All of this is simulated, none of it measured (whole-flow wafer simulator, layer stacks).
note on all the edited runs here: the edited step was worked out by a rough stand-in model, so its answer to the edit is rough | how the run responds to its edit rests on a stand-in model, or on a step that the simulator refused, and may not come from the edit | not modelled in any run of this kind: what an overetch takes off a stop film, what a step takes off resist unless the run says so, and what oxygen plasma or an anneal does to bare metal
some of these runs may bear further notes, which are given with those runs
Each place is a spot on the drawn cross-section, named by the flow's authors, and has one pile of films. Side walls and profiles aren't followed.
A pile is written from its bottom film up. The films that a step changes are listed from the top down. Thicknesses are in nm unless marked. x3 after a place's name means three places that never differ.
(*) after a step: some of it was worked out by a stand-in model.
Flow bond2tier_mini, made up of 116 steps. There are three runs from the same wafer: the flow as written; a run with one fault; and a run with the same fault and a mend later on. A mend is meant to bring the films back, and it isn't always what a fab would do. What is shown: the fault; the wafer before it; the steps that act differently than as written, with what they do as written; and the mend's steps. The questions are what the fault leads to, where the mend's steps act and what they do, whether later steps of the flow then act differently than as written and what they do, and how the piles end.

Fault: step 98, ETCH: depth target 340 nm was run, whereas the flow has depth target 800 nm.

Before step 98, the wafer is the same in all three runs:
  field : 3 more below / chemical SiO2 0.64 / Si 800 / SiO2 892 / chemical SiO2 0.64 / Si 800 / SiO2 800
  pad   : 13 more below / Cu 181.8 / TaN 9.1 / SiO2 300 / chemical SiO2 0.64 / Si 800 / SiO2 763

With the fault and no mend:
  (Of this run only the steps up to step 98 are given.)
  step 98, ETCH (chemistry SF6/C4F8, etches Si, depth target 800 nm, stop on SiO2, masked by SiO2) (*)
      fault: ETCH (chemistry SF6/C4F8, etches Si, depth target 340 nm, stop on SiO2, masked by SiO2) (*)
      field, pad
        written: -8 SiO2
        fault: -3.4 SiO2
  Once step 98 is done, the piles differ only a little from the flow's at the places that both follow, at most by 2% or 0.5 nm, whichever is larger.

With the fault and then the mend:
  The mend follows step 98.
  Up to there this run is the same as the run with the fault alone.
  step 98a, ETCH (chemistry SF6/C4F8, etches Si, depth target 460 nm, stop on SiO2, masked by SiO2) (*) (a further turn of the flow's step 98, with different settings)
      field, pad
        -4.6 SiO2
  Every later step of the flow that is run acts as written at every place that is followed.
  By the end, the piles equal the flow's at every place that both follow.
